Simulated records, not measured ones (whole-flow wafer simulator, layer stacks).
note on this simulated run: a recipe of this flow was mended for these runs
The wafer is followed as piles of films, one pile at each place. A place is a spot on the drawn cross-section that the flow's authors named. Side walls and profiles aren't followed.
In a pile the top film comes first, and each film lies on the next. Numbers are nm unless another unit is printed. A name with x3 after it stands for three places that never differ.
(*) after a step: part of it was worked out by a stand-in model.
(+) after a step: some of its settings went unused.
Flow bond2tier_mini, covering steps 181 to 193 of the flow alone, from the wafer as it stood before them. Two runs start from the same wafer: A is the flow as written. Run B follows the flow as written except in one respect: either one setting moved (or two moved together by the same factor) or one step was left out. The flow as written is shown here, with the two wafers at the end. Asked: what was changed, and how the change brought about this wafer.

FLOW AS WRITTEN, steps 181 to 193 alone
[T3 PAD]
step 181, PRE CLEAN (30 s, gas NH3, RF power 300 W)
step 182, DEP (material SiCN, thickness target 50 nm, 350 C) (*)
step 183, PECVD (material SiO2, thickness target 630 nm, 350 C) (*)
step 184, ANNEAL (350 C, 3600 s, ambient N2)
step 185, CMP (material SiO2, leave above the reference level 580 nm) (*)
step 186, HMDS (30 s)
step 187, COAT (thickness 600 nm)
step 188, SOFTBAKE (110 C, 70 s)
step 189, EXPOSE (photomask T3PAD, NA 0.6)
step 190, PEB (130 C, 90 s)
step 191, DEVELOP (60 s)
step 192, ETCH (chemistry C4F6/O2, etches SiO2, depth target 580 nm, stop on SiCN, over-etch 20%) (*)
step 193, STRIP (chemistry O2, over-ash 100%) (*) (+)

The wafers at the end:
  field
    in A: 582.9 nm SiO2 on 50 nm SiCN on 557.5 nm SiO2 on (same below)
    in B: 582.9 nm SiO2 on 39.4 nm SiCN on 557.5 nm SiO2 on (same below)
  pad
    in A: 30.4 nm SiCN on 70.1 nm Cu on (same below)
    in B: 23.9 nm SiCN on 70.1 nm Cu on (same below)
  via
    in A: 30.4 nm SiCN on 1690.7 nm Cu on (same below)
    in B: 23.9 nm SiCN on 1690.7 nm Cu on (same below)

The reason: step 182, DEP: thickness target 39.4 nm was run, whereas the flow has thickness target 50 nm; step 192, ETCH: over-etch 15.8% was run, where the flow has over-etch 20%.
The wafer lets one read it off: field has SiCN 39.4, and step 182 as written asks for 50 nm.

How this came from the change, step by step:
  step 182, DEP (material SiCN, thickness target 50 nm, 350 C) (*)
      field, pad, via: A +50 SiCN (new film) | B +39.4 SiCN (new film)
  step 192, ETCH (chemistry C4F6/O2, etches SiO2, depth target 580 nm, stop on SiCN, over-etch 20%) (*)
      pad, via: A -580 SiO2 (all of it), -19.6 SiCN | B -580 SiO2 (all of it), -15.5 SiCN
      field: A -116 thick-KrF-resist | B -111.9 thick-KrF-resist
